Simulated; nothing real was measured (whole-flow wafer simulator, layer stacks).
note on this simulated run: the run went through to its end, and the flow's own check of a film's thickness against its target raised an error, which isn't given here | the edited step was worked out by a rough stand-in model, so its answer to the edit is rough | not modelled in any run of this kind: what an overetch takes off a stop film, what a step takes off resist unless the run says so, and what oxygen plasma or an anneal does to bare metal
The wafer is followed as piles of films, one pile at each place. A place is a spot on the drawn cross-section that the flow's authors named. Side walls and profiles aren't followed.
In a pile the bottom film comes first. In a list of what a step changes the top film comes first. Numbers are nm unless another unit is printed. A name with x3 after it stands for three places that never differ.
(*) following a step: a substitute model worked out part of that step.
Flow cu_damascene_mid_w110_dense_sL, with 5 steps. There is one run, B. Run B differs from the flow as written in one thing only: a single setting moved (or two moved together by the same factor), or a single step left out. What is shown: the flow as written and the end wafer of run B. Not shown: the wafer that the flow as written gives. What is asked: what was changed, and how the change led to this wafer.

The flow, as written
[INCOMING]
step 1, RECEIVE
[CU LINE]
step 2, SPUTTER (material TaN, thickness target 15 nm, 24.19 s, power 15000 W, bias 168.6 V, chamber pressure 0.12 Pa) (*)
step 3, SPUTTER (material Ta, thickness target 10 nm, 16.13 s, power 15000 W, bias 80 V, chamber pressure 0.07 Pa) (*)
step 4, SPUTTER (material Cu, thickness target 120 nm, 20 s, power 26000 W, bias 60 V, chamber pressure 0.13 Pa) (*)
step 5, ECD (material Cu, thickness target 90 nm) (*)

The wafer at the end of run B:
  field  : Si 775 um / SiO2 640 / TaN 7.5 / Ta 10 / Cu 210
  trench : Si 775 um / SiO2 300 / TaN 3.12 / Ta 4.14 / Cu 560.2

What caused this: step 2, SPUTTER: thickness target 7.5 nm was run, though the flow has thickness target 15 nm.
The wafer itself shows it: field has TaN 7.5, and step 2 as written asks for 15 nm.

Step by step, how the change led to this:
  step 2, SPUTTER (material TaN, thickness target 15 nm, 24.19 s, power 15000 W, bias 168.6 V, chamber pressure 0.12 Pa) (*)
      field: +7.5 TaN (new film) (it would be, as written: +15 TaN (new film))
      trench: +3.12 TaN (new film) (it would be, as written: +6.23 TaN (new film))
  step 4, SPUTTER (material Cu, thickness target 120 nm, 20 s, power 26000 W, bias 60 V, chamber pressure 0.13 Pa) (*)
      trench: +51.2 Cu (new film) (it would be, as written: +49.9 Cu (new film))
